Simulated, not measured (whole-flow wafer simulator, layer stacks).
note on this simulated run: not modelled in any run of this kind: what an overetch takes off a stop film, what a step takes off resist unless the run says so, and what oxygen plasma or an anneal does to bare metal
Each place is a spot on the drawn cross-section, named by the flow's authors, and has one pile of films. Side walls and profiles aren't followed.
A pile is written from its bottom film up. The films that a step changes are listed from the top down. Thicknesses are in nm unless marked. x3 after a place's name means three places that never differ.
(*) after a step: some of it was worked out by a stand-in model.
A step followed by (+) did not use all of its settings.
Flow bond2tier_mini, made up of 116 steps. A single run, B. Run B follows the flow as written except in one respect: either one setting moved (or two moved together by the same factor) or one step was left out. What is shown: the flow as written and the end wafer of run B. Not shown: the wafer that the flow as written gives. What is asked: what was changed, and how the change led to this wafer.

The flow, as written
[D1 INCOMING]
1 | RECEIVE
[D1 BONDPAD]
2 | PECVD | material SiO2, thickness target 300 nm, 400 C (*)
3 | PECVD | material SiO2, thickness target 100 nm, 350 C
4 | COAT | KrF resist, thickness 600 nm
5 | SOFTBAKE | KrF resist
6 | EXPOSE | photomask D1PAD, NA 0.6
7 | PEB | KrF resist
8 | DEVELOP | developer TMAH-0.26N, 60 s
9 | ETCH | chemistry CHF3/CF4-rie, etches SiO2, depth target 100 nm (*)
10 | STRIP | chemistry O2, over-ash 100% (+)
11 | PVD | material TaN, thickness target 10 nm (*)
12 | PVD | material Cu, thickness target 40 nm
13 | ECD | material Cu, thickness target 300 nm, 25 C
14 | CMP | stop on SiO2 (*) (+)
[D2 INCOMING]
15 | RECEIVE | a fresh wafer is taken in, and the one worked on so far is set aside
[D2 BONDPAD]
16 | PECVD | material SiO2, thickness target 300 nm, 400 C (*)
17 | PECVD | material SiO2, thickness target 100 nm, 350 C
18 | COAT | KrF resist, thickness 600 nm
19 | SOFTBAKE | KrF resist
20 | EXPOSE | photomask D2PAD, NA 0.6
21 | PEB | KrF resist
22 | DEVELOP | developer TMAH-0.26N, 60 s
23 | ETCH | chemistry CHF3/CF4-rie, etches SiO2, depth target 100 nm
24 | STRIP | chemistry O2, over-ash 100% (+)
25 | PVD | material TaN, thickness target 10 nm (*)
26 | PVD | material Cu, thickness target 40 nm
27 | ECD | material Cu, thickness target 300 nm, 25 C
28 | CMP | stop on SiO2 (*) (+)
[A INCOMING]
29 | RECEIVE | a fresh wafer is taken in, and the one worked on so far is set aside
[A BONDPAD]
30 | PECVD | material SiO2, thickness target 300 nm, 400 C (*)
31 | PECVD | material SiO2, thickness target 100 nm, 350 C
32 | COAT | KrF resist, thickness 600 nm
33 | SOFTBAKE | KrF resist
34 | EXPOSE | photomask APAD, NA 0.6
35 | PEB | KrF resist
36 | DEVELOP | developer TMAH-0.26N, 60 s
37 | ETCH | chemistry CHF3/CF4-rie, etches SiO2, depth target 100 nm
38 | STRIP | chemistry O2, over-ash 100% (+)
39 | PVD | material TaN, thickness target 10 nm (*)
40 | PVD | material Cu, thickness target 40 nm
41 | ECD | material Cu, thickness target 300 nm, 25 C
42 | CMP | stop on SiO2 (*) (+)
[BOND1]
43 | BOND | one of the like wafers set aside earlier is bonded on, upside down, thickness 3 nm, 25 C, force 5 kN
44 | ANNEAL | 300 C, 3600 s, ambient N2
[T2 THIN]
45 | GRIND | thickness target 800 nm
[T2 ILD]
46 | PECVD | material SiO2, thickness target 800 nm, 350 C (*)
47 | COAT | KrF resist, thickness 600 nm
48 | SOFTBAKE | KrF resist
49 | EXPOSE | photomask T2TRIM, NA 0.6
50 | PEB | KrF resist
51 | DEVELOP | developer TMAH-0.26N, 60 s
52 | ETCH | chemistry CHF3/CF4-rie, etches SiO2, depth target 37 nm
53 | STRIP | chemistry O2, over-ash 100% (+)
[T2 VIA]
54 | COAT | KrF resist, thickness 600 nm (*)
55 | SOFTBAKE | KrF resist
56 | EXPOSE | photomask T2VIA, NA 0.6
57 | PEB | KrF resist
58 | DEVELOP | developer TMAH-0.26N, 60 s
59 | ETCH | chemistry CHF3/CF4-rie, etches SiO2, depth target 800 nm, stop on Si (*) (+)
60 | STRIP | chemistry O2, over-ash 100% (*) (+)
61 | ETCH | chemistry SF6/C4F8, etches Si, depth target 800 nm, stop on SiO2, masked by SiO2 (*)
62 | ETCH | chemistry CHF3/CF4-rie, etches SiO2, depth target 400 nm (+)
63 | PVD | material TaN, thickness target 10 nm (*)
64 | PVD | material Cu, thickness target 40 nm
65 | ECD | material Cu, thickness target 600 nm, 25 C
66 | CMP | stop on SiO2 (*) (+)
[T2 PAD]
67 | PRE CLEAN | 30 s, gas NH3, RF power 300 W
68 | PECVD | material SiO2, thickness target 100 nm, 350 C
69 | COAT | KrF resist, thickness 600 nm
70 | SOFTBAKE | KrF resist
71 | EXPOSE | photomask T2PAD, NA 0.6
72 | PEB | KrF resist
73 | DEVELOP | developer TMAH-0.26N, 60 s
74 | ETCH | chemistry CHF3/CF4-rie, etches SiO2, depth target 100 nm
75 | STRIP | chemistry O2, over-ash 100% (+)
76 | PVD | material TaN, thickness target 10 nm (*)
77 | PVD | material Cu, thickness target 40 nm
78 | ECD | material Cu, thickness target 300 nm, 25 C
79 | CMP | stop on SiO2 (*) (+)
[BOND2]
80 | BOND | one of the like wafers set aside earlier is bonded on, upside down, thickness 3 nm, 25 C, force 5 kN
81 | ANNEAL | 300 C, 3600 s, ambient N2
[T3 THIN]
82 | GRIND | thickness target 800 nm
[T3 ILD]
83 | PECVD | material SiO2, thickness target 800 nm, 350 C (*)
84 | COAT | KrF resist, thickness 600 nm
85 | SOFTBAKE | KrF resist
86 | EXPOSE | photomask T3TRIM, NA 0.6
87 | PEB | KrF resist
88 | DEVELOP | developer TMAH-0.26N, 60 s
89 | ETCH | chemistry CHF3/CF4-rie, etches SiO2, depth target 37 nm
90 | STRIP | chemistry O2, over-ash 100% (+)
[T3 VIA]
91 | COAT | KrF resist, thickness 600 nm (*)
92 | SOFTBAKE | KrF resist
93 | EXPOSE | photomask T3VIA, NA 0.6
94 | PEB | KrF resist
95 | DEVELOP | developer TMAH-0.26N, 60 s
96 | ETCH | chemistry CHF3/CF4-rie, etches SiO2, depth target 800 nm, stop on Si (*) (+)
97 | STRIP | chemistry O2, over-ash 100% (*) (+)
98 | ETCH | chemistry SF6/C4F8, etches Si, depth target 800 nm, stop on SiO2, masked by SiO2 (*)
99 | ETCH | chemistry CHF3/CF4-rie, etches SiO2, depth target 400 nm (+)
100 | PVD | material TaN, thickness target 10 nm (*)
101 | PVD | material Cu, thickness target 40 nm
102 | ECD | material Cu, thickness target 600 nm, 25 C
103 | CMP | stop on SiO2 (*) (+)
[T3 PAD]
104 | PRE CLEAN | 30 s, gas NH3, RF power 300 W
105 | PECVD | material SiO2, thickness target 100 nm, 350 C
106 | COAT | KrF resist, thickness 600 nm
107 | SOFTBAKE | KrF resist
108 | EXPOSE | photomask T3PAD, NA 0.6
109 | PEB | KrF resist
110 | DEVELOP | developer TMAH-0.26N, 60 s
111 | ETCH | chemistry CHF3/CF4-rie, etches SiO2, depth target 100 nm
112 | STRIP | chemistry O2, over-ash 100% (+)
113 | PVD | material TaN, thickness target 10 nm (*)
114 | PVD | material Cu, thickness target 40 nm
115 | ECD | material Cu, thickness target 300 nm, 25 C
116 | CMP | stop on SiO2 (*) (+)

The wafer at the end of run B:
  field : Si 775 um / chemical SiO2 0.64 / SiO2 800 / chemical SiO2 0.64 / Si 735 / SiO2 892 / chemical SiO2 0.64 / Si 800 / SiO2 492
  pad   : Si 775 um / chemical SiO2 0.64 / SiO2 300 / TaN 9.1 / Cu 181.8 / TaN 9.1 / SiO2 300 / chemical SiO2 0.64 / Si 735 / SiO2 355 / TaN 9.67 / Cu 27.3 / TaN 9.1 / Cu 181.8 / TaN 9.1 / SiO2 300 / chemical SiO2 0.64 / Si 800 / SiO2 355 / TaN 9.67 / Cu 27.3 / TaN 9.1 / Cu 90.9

What caused this: step 45, GRIND: thickness target 735 nm was run, though the flow has thickness target 800 nm.
The wafer itself shows it: field has Si 735, and step 45 as written asks for 800 nm.

The path from the change to this, step by step:
  45 | GRIND | thickness target 800 nm
      field, pad, via: Si loses 774.26 um (in the flow as written it would be: Si loses 774.2 um)
